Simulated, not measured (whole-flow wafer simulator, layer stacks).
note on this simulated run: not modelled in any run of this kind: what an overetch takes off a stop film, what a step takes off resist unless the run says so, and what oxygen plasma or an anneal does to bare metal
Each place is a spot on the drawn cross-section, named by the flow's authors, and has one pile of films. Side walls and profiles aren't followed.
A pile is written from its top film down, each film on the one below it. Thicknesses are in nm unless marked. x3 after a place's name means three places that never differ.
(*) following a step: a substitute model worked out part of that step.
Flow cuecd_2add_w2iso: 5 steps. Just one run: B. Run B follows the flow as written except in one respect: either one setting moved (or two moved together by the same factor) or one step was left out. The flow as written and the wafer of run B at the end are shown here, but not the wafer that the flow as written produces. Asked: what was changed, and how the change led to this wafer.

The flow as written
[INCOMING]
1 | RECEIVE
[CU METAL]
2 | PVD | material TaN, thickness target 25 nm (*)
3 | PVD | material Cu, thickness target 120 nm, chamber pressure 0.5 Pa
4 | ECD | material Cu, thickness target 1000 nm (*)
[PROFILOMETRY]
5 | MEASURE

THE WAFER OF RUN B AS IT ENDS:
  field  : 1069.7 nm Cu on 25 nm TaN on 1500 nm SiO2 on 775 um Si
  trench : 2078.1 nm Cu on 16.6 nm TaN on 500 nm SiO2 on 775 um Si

Cause: step 3, PVD: thickness target 69.7 nm was run, while the flow as written has thickness target 120 nm.

Step by step, how the change led to this:
  3 | PVD | material Cu, thickness target 120 nm, chamber pressure 0.5 Pa
      field: Cu gains 69.7 (new film) (it would be, as written: Cu gains 120 (new film))
      trench: Cu gains 47.1 (new film) (it would be, as written: Cu gains 80.8 (new film))
